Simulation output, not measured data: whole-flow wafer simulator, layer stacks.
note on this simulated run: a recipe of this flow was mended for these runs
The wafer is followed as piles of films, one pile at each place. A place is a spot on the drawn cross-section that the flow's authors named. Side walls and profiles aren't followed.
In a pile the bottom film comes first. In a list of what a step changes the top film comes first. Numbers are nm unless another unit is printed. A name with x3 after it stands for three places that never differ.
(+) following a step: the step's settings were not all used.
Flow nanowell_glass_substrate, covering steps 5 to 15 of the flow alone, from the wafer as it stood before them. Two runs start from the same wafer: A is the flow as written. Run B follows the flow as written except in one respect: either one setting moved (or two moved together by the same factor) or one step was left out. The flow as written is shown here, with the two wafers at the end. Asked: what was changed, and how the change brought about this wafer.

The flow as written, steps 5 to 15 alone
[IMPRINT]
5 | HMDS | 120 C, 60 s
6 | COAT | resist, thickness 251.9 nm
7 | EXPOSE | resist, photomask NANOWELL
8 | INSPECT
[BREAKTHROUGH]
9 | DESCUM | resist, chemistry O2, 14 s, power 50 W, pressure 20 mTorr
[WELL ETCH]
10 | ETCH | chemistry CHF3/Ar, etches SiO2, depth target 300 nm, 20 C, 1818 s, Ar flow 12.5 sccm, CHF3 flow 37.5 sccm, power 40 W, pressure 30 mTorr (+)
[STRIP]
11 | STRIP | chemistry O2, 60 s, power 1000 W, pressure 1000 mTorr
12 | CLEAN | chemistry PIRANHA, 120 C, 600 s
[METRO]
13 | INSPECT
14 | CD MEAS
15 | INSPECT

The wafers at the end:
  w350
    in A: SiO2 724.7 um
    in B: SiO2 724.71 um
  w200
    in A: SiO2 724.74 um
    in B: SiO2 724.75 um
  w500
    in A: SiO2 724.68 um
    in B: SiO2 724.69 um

Cause: step 9, DESCUM: 4 s was run, whereas the flow has 14 s.

Step by step, how the change led to this:
  9 | DESCUM | resist, chemistry O2, 14 s, power 50 W, pressure 20 mTorr
      w350, w200, w500, w700: A -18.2 resist (all of it) | B -9.96 resist
      land: A -34.9 resist | B -9.96 resist
  10 | ETCH | chemistry CHF3/Ar, etches SiO2, depth target 300 nm, 20 C, 1818 s, Ar flow 12.5 sccm, CHF3 flow 37.5 sccm, power 40 W, pressure 30 mTorr (+)
      w350: A -300 SiO2 | B -8.24 resist (all of it), -291.2 SiO2
      w200: A -260.5 SiO2 | B -8.24 resist (all of it), -250.3 SiO2
      (and at 2 other places as well)
  11 | STRIP | chemistry O2, 60 s, power 1000 W, pressure 1000 mTorr
      land: A -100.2 resist (all of it) | B -123.2 resist (all of it)
